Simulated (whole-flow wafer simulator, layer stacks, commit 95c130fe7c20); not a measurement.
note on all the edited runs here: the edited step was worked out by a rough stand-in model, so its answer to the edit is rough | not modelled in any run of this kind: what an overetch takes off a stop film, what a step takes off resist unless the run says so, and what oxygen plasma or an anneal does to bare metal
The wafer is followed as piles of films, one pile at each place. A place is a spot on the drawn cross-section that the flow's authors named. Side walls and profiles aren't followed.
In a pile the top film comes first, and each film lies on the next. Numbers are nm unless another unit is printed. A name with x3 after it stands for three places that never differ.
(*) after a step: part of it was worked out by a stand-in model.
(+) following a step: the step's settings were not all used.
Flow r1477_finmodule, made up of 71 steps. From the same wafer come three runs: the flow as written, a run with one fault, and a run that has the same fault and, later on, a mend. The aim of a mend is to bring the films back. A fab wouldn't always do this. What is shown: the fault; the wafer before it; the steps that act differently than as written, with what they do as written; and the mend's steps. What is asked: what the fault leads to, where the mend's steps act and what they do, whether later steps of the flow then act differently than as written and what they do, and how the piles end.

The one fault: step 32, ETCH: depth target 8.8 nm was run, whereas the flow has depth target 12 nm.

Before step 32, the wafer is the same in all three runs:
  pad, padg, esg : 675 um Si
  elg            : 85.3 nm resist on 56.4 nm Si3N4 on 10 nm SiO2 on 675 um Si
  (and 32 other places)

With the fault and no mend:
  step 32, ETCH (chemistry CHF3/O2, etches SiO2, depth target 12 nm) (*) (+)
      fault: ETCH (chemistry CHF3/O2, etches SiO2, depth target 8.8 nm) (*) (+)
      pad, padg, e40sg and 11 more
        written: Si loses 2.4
        fault: Si loses 1.76
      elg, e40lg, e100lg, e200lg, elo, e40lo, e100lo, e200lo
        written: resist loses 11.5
        fault: resist loses 8.43
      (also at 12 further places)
  Steps further on in the flow that do not act as written (4 other steps are not shown; they differ only slightly, by no more than 2% or 0.5 nm, whichever is larger):
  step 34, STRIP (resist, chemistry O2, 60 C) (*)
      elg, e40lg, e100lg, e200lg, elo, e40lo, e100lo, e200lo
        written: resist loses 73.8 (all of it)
        fault: resist loses 76.8 (all of it)
  The piles end only slightly different from the flow's at the places that both follow, by no more than 2% or 0.5 nm, whichever is larger.

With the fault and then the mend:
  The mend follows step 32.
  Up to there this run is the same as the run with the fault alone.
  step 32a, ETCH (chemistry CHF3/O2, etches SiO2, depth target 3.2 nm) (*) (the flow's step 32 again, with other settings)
      pad, padg, e40sg and 11 more
        Si loses 0.64
      elg, e40lg, e100lg, e200lg, elo, e40lo, e100lo, e200lo
        resist loses 3.07
      s40sg_line, s45sg_line, s50sg_line, s40so_line, s45so_line, s50so_line
        SiO2 loses 3.2
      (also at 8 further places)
  None of the later steps of the flow differs from how it acts as written, at any place that is followed, by more than 2% or 0.5 nm, whichever is larger.
  The piles end only slightly different from the flow's at the places that both follow, by no more than 2% or 0.5 nm, whichever is larger.
